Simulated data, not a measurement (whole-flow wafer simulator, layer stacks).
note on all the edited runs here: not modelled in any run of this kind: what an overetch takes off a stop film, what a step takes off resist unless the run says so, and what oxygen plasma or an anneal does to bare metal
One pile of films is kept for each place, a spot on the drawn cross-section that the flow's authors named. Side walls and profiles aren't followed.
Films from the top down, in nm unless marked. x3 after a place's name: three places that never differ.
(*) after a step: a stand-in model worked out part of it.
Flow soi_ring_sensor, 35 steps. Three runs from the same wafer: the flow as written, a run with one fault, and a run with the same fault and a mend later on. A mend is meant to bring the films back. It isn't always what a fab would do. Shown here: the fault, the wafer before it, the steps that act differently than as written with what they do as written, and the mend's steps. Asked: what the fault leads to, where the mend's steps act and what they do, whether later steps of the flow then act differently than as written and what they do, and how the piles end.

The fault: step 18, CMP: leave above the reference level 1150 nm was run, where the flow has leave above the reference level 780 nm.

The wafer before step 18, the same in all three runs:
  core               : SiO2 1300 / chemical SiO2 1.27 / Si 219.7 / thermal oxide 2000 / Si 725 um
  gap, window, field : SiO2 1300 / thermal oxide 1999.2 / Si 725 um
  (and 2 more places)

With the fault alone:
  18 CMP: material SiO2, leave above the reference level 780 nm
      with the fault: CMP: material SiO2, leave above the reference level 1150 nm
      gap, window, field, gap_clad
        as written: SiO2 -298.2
        with the fault: nothing
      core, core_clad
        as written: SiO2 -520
        with the fault: SiO2 -150
  Later steps of the flow that act differently than as written (1 more step differs only slightly, by at most 2% or 0.5 nm, whichever is larger, and isn't shown):
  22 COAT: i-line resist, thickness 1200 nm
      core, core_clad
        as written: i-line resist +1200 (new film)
        with the fault: i-line resist +1137.4 (new film)
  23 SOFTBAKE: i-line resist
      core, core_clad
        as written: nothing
        with the fault: i-line resist -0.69
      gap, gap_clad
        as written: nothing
        with the fault: i-line resist -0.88
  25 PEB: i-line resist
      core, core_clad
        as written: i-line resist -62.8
        with the fault: i-line resist -59.4
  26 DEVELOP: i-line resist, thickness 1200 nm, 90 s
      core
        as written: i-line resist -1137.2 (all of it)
        with the fault: i-line resist -1077.3 (all of it)
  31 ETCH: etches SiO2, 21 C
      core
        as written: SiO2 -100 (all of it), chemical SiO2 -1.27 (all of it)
        with the fault: SiO2 -462
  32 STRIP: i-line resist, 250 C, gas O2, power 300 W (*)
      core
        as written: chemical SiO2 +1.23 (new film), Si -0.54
        with the fault: nothing
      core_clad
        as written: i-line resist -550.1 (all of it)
        with the fault: i-line resist -490.4 (all of it)
  At the end the piles differ from the flow's by more than 2% or 0.5 nm, whichever is larger, at core, field, core_clad.
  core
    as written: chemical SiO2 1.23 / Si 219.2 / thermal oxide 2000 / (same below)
    with the fault: SiO2 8 / chemical SiO2 1.27 / Si 219.7 / thermal oxide 2000 / (same below)
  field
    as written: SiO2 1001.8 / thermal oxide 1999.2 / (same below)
    with the fault: SiO2 1300 / thermal oxide 1999.2 / (same below)
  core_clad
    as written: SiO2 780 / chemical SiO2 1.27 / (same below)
    with the fault: SiO2 1150 / chemical SiO2 1.27 / (same below)

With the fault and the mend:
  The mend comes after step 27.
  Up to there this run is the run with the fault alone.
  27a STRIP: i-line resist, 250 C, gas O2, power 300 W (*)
      field
        i-line resist -1137.9 (all of it)
      core_clad
        i-line resist -1077.3 (all of it)
      gap_clad
        i-line resist -1145.6 (all of it)
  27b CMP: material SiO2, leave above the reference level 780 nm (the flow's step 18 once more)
      gap, window, field, gap_clad
        SiO2 -298.2
      core, core_clad
        SiO2 -370
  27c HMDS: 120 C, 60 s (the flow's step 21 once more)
      changes no film at any place that is followed
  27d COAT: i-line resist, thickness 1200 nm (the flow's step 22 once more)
      core, gap, window, field, core_clad, gap_clad
        i-line resist +1200 (new film)
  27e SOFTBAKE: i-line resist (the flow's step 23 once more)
      changes no film at any place that is followed
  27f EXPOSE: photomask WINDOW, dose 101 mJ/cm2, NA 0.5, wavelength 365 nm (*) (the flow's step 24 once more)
      changes no film at any place that is followed
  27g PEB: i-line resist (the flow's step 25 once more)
      core, gap, window, field, core_clad, gap_clad
        i-line resist -62.8
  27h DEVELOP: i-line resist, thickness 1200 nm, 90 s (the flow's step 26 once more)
      core, gap, window
        i-line resist -1137.2 (all of it)
      field, core_clad, gap_clad
        i-line resist -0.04
  No later step of the flow acts differently than as written at any place that is followed.
  At the end the piles are the same as the flow's at every place that both follow.
